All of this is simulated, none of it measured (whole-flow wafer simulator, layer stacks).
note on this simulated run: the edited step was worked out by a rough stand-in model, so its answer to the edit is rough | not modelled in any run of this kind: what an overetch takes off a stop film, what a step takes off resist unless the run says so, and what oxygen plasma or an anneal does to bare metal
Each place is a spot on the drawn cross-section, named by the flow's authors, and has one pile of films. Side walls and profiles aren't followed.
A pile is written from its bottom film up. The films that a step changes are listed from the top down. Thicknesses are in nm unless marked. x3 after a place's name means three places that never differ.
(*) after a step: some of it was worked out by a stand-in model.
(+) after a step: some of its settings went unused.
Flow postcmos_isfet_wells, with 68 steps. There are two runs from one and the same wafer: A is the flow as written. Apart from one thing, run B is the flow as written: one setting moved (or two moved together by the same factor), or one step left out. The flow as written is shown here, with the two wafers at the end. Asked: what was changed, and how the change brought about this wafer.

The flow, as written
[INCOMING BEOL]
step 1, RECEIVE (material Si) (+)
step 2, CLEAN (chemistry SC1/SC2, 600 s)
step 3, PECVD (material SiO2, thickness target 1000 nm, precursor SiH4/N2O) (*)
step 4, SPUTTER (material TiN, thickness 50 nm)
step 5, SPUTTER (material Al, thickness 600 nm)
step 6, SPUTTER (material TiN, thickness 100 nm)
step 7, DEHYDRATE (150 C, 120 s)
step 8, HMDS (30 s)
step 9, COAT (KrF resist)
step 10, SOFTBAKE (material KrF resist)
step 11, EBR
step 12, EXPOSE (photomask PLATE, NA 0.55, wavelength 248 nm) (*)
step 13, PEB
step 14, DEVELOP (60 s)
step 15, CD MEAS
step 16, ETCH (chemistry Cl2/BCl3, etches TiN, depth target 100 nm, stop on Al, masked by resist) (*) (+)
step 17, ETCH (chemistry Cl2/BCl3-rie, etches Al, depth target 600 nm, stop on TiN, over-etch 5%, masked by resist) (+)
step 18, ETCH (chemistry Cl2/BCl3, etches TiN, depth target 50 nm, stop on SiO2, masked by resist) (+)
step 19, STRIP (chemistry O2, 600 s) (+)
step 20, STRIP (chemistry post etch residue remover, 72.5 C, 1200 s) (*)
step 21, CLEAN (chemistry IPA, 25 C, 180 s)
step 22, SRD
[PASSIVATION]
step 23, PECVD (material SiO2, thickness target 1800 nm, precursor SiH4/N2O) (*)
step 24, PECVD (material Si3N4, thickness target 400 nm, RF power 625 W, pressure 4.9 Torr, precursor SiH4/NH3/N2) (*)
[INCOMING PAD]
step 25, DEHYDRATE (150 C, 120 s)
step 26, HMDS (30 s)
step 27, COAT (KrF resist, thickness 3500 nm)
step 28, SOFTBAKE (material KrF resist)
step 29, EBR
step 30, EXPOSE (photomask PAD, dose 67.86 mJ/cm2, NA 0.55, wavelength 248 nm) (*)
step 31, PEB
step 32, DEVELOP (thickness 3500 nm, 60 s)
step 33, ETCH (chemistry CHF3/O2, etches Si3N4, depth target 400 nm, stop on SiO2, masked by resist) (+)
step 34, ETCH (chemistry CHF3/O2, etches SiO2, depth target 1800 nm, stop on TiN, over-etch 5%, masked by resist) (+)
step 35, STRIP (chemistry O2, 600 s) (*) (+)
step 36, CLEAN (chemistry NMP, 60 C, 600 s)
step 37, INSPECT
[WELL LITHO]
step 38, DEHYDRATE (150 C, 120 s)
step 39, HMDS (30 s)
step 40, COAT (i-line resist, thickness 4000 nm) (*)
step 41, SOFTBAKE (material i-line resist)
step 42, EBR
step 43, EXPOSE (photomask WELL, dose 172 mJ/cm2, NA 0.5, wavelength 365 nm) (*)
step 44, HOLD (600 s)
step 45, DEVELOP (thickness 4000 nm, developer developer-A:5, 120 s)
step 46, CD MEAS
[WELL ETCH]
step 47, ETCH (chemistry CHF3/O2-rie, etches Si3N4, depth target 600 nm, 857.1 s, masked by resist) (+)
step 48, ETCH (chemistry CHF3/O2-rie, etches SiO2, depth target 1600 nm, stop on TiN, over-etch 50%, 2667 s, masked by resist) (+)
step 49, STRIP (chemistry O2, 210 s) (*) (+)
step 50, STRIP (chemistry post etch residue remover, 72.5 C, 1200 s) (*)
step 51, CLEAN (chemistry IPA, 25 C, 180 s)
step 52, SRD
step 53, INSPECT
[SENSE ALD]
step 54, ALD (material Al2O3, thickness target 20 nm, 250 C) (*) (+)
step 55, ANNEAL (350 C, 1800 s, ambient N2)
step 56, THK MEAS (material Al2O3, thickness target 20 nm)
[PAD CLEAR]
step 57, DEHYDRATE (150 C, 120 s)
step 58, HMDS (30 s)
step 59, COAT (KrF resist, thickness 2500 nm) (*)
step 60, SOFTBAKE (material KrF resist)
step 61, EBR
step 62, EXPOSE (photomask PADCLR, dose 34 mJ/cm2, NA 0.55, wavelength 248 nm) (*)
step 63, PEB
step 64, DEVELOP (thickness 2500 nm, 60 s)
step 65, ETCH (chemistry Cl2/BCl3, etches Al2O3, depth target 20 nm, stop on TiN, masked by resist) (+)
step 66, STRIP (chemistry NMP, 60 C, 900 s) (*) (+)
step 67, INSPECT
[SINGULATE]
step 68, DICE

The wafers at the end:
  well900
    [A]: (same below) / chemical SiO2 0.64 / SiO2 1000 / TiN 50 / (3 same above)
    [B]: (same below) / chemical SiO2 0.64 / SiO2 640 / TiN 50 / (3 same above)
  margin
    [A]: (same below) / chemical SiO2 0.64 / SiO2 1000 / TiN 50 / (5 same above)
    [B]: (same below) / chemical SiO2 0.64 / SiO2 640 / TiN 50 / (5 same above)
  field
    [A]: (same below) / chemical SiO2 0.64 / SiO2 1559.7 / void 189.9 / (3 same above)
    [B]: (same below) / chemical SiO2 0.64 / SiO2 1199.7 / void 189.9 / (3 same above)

The reason: step 3, PECVD: thickness target 640 nm was run, though the flow has thickness target 1000 nm.
The wafer itself shows it: well900 has SiO2 640, and step 3 as written asks for 1000 nm.

How this came from the change, step by step:
  step 3, PECVD (material SiO2, thickness target 1000 nm, precursor SiH4/N2O) (*)
      field, margin, well900, well1300 x3, pad_rim, pad_clr, pad_open: A SiO2 gains 1000 (new film) | B SiO2 gains 640 (new film)
